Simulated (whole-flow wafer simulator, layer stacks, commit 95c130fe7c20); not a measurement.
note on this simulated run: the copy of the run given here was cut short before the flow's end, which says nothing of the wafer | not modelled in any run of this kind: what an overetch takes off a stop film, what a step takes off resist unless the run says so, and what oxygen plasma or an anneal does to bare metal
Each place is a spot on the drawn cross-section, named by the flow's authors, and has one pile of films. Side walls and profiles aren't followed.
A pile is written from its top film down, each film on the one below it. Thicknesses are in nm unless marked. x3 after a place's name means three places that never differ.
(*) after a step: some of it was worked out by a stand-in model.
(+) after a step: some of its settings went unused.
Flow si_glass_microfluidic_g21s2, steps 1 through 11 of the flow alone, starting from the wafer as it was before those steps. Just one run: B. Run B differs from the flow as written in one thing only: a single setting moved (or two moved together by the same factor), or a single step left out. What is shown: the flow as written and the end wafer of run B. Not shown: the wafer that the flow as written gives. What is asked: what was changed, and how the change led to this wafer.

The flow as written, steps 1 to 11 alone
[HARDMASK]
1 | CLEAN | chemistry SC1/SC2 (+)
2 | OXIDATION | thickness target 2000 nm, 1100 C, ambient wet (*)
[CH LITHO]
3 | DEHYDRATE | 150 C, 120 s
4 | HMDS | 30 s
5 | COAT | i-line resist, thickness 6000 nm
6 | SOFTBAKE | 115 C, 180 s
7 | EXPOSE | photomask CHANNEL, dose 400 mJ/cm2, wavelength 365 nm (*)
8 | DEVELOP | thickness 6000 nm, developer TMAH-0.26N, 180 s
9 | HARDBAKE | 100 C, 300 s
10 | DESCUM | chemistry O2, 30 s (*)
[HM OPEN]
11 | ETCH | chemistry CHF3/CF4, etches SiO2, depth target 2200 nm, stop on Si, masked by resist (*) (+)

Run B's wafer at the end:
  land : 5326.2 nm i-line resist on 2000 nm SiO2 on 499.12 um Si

What caused this: step 5, COAT: thickness 7200 nm was run, while the flow as written has thickness 6000 nm.

Step by step, how the change led to this:
  5 | COAT | i-line resist, thickness 6000 nm
      land, trench20 x3: +7200 i-line resist (new film) (in the flow as written it would be: +6000 i-line resist (new film))
  8 | DEVELOP | thickness 6000 nm, developer TMAH-0.26N, 180 s
      trench20 x3: -7200 i-line resist (all of it) (in the flow as written it would be: -6000 i-line resist (all of it))
  9 | HARDBAKE | 100 C, 300 s
      land: -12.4 i-line resist (in the flow as written it would be: -7.06 i-line resist)
